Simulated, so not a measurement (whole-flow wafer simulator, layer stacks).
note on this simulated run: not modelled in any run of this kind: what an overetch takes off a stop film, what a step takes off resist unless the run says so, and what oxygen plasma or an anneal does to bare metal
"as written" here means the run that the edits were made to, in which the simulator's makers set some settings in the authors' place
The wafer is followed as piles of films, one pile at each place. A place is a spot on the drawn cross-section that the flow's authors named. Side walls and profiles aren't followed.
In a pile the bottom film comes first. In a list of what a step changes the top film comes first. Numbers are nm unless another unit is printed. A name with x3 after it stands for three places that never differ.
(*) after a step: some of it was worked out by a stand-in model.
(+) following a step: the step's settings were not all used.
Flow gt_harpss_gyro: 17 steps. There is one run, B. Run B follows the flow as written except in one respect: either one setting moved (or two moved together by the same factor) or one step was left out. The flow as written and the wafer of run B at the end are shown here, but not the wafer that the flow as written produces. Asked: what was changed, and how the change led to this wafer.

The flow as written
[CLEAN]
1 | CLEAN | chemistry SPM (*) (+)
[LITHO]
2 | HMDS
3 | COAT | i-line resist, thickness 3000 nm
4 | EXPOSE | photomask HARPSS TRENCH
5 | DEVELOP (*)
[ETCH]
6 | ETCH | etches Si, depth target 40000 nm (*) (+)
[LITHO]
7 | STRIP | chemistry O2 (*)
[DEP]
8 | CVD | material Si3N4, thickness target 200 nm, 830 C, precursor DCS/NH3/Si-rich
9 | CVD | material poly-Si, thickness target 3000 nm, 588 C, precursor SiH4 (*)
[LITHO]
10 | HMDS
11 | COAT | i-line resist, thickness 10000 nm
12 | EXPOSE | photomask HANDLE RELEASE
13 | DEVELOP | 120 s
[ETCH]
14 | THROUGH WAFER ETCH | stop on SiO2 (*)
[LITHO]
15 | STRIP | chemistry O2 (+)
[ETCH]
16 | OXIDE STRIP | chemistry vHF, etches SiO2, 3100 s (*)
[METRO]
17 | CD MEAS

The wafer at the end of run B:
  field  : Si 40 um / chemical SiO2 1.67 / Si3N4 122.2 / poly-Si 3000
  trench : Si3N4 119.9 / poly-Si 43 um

Cause: step 8, CVD: thickness target 122.2 nm was run, though the flow has thickness target 200 nm.
One can read it off the wafer: field has Si3N4 122.2, and step 8 as written asks for 200 nm.

Step by step, how the change led to this:
  8 | CVD | material Si3N4, thickness target 200 nm, 830 C, precursor DCS/NH3/Si-rich
      field: +122.2 Si3N4 (new film) (it would be, as written: +200 Si3N4 (new film))
      trench: +119.9 Si3N4 (new film) (it would be, as written: +195.9 Si3N4 (new film))
  9 | CVD | material poly-Si, thickness target 3000 nm, 588 C, precursor SiH4 (*)
      trench: +43 um poly-Si (new film) (it would be, as written: +43.01 um poly-Si (new film))
